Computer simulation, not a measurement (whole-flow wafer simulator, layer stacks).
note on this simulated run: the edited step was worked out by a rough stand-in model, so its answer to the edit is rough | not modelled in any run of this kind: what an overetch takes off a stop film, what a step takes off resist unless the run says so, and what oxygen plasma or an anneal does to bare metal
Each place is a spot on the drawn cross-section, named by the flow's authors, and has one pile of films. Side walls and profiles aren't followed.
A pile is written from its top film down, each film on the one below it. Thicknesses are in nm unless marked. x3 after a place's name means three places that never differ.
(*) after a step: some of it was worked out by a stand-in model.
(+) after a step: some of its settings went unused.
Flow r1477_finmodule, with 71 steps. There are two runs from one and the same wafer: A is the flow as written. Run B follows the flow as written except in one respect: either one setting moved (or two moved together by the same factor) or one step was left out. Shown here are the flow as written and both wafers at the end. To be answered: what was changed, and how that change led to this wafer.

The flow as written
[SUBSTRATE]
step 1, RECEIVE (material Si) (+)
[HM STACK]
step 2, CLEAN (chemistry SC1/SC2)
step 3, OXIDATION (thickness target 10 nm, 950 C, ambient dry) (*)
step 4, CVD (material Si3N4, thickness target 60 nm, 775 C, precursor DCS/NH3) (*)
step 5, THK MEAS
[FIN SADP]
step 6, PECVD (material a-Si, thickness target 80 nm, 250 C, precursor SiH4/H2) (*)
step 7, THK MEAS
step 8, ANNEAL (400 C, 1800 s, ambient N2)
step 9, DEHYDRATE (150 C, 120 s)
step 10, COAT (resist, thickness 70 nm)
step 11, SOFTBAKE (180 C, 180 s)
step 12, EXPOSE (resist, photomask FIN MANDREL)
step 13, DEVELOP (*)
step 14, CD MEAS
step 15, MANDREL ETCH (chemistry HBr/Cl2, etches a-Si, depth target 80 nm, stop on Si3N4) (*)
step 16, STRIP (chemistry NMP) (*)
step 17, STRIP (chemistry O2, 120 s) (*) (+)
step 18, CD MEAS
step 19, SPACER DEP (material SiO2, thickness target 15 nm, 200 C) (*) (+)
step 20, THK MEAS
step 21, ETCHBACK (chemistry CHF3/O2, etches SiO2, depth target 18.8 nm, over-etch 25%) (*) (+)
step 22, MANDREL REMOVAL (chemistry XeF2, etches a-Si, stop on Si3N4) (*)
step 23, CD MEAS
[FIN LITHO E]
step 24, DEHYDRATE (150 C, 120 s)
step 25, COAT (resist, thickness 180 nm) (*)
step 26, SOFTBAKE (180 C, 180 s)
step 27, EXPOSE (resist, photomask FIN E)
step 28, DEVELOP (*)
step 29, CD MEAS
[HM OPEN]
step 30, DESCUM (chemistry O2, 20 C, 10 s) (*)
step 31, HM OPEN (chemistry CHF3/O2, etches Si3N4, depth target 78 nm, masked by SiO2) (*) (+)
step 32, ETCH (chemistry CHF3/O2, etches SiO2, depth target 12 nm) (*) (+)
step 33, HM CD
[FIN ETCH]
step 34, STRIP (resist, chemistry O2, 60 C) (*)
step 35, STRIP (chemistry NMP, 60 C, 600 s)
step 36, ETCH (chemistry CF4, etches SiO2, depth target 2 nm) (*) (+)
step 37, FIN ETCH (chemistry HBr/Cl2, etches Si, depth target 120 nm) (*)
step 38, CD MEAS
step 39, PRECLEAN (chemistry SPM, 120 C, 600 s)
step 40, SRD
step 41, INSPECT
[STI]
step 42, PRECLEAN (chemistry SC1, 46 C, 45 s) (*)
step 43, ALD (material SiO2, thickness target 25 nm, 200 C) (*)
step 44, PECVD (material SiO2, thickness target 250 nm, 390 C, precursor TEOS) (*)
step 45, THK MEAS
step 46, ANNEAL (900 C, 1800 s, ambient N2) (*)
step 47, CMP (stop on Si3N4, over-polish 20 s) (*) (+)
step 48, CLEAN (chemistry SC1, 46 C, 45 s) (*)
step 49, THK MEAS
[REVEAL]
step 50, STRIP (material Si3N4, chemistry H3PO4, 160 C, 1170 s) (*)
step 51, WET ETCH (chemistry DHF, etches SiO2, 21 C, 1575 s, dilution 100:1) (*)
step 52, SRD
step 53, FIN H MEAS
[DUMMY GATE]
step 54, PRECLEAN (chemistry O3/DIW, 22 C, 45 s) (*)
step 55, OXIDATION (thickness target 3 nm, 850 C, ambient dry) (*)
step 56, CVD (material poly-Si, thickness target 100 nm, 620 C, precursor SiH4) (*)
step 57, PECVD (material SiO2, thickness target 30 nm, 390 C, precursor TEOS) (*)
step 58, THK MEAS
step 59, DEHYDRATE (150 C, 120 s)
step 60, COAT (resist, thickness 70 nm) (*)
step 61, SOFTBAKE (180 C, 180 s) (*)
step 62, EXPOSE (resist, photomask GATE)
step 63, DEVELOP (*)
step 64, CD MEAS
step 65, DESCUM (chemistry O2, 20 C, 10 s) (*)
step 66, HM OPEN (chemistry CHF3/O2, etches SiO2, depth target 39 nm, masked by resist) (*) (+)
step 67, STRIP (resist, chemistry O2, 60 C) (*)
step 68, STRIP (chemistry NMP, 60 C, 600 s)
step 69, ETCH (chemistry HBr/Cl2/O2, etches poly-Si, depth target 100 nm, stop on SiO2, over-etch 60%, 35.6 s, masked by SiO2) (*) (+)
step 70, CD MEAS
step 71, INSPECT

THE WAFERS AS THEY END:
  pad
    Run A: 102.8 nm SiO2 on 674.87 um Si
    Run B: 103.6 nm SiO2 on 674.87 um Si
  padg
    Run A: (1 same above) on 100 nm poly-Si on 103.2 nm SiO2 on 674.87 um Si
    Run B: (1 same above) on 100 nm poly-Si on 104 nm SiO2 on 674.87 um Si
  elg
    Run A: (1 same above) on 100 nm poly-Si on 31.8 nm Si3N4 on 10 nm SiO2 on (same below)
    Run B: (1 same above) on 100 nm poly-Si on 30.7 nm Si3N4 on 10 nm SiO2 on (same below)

Cause: step 36, ETCH: depth target 2.9 nm was run, though the flow has depth target 2 nm.

Step by step, how the change led to this:
  step 36, ETCH (chemistry CF4, etches SiO2, depth target 2 nm) (*) (+)
      pad, padg, esg and 19 more: A chemical SiO2 loses 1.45 (all of it), Si loses 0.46 | B chemical SiO2 loses 1.45 (all of it), Si loses 1.21
      elg, e40lg, e100lg, e200lg, elo, e40lo, e100lo, e200lo: A Si3N4 loses 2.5 | B Si3N4 loses 3.62
      (as well as at 6 more places)
  step 51, WET ETCH (chemistry DHF, etches SiO2, 21 C, 1575 s, dilution 100:1) (*)
      elg, e40lg, e100lg, e200lg, elo, e40lo, e100lo, e200lo: A SiO2 loses 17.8 (all of it), Si3N4 loses 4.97 | B SiO2 loses 19 (all of it), Si3N4 loses 4.88
